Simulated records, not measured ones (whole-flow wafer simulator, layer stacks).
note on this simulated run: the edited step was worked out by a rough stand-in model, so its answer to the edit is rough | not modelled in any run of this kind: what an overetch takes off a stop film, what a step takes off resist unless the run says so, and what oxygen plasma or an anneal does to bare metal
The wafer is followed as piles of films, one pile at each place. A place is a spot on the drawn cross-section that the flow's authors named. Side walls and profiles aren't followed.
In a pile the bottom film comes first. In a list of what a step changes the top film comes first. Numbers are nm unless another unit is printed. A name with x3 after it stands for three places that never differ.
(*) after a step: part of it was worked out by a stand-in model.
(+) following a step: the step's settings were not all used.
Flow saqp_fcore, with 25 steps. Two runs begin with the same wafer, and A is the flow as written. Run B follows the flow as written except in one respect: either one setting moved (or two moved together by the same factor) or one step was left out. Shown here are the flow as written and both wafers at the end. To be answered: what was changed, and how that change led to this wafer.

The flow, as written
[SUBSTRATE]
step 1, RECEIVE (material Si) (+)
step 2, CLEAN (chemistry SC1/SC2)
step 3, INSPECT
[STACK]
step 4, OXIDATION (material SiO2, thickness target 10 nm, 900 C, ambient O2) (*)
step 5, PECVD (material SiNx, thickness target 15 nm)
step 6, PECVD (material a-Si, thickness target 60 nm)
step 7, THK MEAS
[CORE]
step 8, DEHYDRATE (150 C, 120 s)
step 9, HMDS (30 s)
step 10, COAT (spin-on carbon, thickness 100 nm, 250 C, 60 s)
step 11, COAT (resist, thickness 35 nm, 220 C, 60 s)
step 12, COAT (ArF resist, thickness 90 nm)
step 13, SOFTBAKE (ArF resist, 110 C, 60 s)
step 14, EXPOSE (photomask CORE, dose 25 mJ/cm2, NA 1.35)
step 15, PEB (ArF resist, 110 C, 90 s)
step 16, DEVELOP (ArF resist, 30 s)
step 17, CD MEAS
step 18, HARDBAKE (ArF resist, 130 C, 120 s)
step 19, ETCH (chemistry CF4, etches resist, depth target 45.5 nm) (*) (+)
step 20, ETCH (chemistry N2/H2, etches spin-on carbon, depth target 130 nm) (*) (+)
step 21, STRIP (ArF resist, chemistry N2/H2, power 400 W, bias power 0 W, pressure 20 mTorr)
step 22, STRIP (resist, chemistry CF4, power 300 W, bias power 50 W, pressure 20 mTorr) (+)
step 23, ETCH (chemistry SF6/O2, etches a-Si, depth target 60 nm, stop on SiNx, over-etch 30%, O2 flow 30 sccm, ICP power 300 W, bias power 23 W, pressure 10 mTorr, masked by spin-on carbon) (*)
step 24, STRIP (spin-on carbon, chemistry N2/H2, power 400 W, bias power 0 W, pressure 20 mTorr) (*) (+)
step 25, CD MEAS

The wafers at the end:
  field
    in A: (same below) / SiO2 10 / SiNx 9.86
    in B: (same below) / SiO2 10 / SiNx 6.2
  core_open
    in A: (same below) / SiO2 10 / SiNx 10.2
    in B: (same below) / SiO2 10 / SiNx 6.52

Cause: step 23, ETCH: depth target 82.5 nm was run, while the flow as written has depth target 60 nm.

How this came from the change, step by step:
  step 23, ETCH (chemistry SF6/O2, etches a-Si, depth target 60 nm, stop on SiNx, over-etch 30%, O2 flow 30 sccm, ICP power 300 W, bias power 23 W, pressure 10 mTorr, masked by spin-on carbon) (*)
      field: A a-Si loses 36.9 (all of it), SiNx loses 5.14 | B a-Si loses 36.9 (all of it), SiNx loses 8.8
      core_open: A a-Si loses 39.4 (all of it), SiNx loses 4.82 | B a-Si loses 39.4 (all of it), SiNx loses 8.48
